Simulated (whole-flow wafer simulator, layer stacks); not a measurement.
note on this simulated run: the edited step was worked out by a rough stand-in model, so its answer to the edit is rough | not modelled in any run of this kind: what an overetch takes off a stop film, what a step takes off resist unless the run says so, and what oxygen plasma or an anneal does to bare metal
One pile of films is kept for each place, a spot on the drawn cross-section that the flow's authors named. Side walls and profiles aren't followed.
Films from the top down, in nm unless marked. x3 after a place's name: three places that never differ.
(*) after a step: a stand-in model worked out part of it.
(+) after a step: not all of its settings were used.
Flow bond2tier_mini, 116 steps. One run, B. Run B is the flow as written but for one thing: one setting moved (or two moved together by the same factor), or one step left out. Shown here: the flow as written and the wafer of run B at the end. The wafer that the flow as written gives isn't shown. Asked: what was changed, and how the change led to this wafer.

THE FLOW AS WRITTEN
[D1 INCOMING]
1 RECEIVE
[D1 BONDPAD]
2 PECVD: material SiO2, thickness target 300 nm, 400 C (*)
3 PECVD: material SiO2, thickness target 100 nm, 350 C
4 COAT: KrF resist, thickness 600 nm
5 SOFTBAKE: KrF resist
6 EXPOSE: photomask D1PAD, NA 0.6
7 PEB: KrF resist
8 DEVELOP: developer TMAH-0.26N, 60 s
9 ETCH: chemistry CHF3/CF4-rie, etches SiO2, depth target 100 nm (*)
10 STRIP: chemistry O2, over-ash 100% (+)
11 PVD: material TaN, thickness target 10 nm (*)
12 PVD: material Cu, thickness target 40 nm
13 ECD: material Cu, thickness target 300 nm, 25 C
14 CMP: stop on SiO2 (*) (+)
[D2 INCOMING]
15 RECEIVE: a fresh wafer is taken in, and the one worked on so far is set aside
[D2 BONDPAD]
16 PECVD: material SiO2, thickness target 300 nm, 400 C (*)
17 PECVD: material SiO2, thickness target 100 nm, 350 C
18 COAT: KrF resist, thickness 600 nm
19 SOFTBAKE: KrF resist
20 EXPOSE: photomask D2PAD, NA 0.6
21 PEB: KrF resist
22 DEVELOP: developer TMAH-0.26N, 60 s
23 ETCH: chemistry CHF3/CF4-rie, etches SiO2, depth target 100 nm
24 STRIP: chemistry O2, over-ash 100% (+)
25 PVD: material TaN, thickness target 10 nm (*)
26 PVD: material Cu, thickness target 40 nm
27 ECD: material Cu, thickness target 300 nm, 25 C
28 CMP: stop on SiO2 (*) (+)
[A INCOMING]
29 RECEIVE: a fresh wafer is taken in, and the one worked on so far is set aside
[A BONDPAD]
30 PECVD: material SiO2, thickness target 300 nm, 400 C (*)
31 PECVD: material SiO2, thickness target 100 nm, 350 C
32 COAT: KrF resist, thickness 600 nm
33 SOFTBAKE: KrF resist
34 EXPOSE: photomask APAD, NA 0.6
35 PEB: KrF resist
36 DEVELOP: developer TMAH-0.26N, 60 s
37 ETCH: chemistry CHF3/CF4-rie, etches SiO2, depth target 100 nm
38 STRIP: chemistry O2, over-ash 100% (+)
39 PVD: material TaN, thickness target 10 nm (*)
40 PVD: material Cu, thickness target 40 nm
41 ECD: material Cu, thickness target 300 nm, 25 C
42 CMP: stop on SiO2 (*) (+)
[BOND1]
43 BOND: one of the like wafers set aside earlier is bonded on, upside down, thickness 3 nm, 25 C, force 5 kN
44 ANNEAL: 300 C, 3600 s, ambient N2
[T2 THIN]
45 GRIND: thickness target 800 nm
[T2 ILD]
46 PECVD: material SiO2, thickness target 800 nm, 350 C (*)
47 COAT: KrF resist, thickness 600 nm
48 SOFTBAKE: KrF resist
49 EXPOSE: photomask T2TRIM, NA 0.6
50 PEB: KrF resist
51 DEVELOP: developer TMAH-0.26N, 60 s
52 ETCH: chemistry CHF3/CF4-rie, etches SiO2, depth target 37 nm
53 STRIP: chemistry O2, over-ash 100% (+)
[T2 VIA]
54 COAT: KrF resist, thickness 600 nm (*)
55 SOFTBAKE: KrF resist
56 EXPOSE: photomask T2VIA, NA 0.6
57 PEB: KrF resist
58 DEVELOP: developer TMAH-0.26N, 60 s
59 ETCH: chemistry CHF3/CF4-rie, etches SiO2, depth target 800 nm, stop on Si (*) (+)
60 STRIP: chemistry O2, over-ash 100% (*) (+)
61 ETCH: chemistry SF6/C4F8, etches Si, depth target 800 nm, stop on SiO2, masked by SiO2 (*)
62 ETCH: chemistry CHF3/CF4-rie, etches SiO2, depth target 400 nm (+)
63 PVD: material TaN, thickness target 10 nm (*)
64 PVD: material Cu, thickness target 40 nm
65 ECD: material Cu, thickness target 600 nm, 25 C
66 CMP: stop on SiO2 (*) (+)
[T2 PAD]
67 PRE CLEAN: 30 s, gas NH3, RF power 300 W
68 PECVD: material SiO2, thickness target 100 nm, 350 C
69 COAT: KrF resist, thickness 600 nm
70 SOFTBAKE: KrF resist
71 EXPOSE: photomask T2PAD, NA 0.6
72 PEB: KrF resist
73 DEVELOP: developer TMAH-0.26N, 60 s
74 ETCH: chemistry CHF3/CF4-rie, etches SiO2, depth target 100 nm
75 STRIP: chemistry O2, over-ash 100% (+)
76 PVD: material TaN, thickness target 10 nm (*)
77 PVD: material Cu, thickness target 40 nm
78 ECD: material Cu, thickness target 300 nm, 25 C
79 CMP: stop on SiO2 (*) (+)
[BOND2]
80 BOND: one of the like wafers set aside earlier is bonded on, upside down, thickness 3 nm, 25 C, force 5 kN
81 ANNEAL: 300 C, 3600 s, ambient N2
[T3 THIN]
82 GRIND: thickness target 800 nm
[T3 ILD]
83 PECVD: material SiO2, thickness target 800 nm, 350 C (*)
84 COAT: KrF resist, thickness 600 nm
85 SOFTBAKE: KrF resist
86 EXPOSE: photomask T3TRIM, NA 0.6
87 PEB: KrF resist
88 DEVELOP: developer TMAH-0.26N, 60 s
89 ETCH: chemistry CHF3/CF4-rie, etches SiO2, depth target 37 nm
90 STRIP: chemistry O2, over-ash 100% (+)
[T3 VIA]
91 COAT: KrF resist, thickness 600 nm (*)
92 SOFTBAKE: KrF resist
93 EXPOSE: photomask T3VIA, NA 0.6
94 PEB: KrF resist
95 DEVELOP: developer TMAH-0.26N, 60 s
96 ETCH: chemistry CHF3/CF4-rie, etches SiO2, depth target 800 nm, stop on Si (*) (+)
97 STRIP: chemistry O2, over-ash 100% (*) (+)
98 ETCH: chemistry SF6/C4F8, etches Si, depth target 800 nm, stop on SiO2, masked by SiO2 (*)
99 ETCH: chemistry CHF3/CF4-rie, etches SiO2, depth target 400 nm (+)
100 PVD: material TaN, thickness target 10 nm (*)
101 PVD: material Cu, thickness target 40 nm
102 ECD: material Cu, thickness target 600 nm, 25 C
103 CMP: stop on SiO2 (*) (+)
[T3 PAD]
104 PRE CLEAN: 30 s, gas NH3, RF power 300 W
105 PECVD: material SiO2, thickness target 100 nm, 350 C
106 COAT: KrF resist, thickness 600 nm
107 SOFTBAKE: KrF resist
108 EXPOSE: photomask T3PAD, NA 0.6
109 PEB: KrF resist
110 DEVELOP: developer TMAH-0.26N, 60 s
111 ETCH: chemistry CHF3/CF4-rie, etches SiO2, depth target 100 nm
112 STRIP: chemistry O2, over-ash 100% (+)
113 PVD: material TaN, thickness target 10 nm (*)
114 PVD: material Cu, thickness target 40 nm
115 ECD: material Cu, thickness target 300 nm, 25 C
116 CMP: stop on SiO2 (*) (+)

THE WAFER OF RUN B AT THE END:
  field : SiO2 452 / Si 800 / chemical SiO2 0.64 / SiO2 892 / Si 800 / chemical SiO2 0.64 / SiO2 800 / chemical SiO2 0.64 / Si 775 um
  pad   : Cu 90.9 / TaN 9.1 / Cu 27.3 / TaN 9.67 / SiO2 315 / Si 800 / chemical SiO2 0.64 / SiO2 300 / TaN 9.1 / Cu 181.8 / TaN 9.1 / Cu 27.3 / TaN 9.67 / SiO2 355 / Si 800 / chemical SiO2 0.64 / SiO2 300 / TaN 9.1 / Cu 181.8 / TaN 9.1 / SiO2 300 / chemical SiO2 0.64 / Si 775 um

The cause: step 83, PECVD: thickness target 760 nm was run, where the flow has thickness target 800 nm.

How the change led to this, step by step:
  83 PECVD: material SiO2, thickness target 800 nm, 350 C (*)
      field, pad: SiO2 +760 (new film) (as written it would be: SiO2 +800 (new film))
